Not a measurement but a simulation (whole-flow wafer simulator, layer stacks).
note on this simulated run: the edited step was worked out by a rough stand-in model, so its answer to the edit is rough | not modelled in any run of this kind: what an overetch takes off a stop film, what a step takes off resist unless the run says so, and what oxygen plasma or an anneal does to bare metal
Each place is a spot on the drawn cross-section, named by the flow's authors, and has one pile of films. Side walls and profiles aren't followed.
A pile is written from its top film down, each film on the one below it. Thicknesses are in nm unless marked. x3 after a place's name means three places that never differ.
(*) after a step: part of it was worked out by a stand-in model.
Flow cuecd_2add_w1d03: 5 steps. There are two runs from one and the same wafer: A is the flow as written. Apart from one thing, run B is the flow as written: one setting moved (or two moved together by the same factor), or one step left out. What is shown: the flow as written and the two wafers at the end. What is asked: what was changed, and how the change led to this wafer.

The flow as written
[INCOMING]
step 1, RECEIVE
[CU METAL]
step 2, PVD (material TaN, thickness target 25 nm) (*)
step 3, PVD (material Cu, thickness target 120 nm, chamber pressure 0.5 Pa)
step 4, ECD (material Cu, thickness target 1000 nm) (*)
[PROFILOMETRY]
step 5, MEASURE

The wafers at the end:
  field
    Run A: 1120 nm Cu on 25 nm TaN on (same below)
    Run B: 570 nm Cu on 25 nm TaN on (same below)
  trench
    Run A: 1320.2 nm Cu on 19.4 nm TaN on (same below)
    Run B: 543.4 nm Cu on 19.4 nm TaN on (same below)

The reason: step 4, ECD: thickness target 450 nm was run, though the flow has thickness target 1000 nm.

Step by step, how the change led to this:
  step 4, ECD (material Cu, thickness target 1000 nm) (*)
      field: A Cu gains 1000 | B Cu gains 450
      trench: A Cu gains 1226.8 | B Cu gains 450
